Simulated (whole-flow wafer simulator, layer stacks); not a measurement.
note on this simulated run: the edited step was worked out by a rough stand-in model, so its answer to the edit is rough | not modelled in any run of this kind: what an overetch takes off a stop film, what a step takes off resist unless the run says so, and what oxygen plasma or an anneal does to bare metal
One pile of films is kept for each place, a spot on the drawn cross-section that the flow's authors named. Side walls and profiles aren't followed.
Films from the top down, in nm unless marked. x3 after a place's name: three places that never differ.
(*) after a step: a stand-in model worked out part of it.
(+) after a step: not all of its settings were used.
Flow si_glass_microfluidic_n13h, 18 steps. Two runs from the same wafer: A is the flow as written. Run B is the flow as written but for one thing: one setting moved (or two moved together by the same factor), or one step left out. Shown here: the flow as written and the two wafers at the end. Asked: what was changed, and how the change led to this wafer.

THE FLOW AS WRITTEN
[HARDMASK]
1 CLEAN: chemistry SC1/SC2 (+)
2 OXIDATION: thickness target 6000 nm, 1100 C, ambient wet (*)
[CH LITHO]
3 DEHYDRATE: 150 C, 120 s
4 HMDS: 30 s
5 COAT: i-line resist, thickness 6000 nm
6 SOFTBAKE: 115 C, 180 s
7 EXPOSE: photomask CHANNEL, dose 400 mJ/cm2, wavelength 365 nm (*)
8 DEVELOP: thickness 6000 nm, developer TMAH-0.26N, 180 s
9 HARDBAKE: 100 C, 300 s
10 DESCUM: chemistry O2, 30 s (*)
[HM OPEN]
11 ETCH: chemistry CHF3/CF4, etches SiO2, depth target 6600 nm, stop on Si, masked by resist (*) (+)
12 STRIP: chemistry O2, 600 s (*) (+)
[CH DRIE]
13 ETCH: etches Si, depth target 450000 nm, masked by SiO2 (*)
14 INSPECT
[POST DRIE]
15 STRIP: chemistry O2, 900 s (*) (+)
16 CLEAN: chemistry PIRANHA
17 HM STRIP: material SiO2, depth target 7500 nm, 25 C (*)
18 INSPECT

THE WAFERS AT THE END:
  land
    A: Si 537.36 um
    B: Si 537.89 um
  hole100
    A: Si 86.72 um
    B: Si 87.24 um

The cause: step 2, OXIDATION: thickness target 4800 nm was run, where the flow has thickness target 6000 nm.

How the change led to this, step by step:
  2 OXIDATION: thickness target 6000 nm, 1100 C, ambient wet (*)
      land, hole100: A SiO2 +6000 (new film), chemical SiO2 -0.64 (all of it), Si -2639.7 | B SiO2 +4800 (new film), chemical SiO2 -0.64 (all of it), Si -2111.7
  11 ETCH: chemistry CHF3/CF4, etches SiO2, depth target 6600 nm, stop on Si, masked by resist (*) (+)
      hole100: A SiO2 -6000 (all of it) | B SiO2 -4800 (all of it)
  17 HM STRIP: material SiO2, depth target 7500 nm, 25 C (*)
      land: A SiO2 -2995.7 (all of it) | B SiO2 -1795.7 (all of it)
